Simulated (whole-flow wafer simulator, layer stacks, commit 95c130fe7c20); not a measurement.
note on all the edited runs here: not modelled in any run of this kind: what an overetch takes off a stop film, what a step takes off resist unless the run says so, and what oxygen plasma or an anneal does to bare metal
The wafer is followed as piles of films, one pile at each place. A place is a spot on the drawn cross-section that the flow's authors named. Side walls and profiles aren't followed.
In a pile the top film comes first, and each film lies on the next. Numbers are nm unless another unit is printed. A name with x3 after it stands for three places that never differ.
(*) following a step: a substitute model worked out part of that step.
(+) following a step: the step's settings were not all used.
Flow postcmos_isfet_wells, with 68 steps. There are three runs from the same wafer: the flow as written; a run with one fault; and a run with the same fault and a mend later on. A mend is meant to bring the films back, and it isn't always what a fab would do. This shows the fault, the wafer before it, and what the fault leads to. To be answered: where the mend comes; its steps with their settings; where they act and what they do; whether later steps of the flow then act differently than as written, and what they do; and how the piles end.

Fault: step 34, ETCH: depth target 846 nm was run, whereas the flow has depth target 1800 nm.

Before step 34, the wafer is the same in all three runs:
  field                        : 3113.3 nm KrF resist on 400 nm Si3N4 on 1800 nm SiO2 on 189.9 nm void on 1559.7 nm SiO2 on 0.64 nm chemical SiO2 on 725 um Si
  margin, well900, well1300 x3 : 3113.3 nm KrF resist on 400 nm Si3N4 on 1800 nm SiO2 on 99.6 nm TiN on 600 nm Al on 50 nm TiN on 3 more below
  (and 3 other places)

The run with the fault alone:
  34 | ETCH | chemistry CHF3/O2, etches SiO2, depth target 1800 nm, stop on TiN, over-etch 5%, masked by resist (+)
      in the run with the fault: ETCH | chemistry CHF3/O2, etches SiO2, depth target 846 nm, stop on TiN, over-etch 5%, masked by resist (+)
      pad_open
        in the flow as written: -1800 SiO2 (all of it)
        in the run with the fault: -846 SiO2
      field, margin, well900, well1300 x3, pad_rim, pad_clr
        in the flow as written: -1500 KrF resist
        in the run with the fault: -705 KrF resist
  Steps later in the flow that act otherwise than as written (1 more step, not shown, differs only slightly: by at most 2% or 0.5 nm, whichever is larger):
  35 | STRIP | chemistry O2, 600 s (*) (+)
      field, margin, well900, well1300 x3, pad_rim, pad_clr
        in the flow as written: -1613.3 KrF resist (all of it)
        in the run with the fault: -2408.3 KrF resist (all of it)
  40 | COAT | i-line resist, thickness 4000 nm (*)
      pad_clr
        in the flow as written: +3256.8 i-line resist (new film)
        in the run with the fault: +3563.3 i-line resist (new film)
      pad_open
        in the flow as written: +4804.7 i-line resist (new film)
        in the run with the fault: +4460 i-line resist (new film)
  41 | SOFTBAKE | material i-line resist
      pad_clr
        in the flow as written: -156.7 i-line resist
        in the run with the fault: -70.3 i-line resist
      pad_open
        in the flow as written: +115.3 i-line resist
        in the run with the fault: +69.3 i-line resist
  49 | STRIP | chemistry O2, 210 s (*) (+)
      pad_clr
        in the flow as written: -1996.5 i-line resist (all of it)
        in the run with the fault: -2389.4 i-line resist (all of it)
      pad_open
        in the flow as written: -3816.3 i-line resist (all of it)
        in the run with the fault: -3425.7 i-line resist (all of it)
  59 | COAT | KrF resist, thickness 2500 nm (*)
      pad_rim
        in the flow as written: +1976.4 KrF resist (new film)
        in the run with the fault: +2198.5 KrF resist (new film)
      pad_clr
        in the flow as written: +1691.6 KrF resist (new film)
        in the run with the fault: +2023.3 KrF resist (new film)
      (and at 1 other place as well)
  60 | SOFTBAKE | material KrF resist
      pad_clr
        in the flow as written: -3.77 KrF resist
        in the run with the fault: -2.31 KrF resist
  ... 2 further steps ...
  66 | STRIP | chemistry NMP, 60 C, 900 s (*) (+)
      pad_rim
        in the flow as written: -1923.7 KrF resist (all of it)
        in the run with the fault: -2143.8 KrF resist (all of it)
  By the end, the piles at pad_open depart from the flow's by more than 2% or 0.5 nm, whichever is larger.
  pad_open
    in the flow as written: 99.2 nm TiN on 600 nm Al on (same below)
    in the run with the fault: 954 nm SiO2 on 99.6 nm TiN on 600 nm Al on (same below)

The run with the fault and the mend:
  The mend follows step 34.
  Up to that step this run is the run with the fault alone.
  34a | ETCH | chemistry CHF3/O2, etches SiO2, depth target 954 nm, stop on TiN, over-etch 5%, masked by resist (a further turn of the flow's step 34, with different settings)
      field, margin, well900, well1300 x3, pad_rim, pad_clr
        -795 KrF resist
      pad_open
        -954 SiO2 (all of it)
  Later steps of the flow that are run all act as written at every place that is followed.
  At every place that both follow, the piles at the end match the flow's.
